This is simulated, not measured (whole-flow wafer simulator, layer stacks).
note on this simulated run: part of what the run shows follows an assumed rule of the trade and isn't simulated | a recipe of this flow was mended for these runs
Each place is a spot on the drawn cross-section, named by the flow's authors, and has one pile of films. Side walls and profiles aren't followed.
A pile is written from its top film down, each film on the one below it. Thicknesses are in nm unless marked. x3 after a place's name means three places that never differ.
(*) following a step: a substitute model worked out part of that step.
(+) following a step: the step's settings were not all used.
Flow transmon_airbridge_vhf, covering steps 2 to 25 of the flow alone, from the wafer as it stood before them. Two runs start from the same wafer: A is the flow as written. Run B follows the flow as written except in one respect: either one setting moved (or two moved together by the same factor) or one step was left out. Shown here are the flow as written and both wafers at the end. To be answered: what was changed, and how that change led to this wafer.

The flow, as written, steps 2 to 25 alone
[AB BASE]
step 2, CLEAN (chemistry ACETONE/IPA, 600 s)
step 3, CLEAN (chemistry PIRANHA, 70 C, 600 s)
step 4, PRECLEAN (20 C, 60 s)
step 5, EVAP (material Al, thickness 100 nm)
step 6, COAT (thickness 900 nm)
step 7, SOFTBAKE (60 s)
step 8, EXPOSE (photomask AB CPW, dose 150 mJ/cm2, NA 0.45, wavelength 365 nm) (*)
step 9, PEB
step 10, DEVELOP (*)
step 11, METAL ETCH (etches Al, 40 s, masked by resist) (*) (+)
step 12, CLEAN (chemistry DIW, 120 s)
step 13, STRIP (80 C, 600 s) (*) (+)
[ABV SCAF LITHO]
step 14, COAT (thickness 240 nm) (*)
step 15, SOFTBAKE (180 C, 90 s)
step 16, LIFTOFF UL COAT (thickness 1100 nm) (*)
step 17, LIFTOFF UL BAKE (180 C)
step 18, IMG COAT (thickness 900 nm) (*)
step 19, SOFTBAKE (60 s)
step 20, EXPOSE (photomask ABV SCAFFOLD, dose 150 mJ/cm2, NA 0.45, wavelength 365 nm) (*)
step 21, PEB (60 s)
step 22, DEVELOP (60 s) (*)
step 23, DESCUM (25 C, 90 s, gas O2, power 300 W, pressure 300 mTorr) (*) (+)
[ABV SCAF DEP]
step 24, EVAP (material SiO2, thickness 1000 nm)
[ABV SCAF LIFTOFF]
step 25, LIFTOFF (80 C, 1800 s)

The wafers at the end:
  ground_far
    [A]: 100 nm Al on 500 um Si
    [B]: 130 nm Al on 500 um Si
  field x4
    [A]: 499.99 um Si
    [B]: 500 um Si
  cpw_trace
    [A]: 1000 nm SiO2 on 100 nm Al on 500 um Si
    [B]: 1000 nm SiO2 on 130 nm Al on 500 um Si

What caused this: step 5, EVAP: thickness 130 nm was run, whereas the flow has thickness 100 nm.
The wafer lets one read it off: ground_far has Al 130, and step 5 as written asks for 100 nm.

The path from the change to this, step by step:
  step 5, EVAP (material Al, thickness 100 nm)
      field x4, ground_far, pad_w x2, flank_w x2, gap_w x2, cpw_trace, trace_open_s x2, margin_s x3: A Al gains 100 (new film) | B Al gains 130 (new film)
  step 11, METAL ETCH (etches Al, 40 s, masked by resist) (*) (+)
      field x4, gap_w x2: A Al loses 86.7 (all of it), Si loses 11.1 | B Al loses 116.7 (all of it), Si loses 1.11
